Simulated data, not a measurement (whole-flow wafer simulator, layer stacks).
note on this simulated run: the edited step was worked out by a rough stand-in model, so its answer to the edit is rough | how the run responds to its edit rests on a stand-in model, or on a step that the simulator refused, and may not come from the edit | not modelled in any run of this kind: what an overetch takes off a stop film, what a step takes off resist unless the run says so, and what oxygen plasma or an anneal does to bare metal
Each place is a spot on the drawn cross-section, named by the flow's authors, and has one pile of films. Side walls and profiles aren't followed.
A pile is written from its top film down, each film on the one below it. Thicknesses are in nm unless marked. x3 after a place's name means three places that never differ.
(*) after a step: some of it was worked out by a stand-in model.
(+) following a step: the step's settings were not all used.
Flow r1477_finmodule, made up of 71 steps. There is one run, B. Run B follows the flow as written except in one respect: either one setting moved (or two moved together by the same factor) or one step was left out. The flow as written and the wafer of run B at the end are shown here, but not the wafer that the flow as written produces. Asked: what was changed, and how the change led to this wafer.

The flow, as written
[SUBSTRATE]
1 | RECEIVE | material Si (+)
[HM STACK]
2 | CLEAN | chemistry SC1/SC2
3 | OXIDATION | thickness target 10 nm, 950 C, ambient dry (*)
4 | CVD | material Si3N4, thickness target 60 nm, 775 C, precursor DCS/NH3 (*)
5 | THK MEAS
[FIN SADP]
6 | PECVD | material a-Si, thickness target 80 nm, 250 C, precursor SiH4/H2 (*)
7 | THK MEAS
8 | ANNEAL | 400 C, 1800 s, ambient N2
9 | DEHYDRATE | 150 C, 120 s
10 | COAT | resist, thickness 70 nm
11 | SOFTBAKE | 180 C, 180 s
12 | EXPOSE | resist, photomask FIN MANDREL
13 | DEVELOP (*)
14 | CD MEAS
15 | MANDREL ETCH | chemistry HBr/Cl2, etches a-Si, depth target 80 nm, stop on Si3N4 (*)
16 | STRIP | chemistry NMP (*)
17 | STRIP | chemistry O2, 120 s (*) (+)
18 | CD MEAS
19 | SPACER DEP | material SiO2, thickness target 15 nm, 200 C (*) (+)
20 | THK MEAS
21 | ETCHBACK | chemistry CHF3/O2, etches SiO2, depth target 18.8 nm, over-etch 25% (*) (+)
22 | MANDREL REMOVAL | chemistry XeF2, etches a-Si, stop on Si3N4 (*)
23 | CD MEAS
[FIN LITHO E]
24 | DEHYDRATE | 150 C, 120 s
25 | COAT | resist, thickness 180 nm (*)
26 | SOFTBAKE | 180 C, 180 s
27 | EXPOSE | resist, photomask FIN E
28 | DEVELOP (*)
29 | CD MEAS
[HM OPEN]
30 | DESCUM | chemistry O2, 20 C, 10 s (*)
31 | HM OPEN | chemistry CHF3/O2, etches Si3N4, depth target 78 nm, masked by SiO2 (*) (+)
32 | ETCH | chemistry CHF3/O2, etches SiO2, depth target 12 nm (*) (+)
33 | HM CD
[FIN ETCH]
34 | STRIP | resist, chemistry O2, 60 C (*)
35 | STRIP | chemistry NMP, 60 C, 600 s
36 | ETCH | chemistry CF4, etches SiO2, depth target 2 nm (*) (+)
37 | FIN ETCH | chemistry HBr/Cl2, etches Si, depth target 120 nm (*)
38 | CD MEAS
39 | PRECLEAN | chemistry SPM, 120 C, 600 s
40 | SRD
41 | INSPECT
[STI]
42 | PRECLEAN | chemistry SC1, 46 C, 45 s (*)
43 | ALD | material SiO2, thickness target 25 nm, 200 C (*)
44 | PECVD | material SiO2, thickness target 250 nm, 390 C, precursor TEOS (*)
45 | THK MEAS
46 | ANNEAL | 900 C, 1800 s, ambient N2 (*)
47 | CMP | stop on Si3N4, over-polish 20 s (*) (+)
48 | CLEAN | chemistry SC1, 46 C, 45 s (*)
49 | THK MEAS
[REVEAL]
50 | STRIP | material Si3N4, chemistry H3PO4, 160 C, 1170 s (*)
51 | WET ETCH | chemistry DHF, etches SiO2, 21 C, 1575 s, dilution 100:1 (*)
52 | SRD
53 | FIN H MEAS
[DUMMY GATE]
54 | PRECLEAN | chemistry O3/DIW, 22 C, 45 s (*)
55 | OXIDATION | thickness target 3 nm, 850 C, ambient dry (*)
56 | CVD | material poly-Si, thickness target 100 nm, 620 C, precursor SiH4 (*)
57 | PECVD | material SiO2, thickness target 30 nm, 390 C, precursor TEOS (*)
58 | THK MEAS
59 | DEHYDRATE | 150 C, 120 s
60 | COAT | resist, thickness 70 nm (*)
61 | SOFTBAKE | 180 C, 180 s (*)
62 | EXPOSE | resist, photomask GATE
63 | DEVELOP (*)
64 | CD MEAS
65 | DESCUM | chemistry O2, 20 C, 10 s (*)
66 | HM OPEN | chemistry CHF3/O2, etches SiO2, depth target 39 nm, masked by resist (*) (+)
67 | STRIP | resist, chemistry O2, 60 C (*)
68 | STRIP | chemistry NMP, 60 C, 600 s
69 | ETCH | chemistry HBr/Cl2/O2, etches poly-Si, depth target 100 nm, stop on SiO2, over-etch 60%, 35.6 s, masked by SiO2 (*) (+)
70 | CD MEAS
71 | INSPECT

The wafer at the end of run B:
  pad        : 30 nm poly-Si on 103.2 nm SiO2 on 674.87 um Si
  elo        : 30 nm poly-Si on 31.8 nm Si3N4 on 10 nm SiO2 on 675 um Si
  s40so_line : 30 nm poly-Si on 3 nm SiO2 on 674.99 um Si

Cause: step 57, PECVD: thickness target 43.5 nm was run, whereas the flow has thickness target 30 nm.

The path from the change to this, step by step:
  57 | PECVD | material SiO2, thickness target 30 nm, 390 C, precursor TEOS (*)
      pad, padg, elg and 33 more: SiO2 gains 43.5 (new film) (as written it would have been: SiO2 gains 30 (new film))
  66 | HM OPEN | chemistry CHF3/O2, etches SiO2, depth target 39 nm, masked by resist (*) (+)
      pad, elo, eso and 15 more: SiO2 loses 39 (as written it would have been: SiO2 loses 30 (all of it), poly-Si loses 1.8)
  67 | STRIP | resist, chemistry O2, 60 C (*)
      pad, elo, eso and 15 more: nothing (as written it would have been: chemical SiO2 gains 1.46 (new film), poly-Si loses 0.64)
  69 | ETCH | chemistry HBr/Cl2/O2, etches poly-Si, depth target 100 nm, stop on SiO2, over-etch 60%, 35.6 s, masked by SiO2 (*) (+)
      pad, eso, e40so and 8 more: SiO2 loses 4.5 (all of it), poly-Si loses 70 (as written it would have been: chemical SiO2 loses 1.46 (all of it), poly-Si loses 97.6 (all of it), SiO2 loses 0.42)
      elo, e40lo, e100lo, e200lo: SiO2 loses 4.5 (all of it), poly-Si loses 70 (as written it would have been: chemical SiO2 loses 1.46 (all of it), poly-Si loses 97.6 (all of it), Si3N4 loses 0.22)
      (and at 3 other places as well)
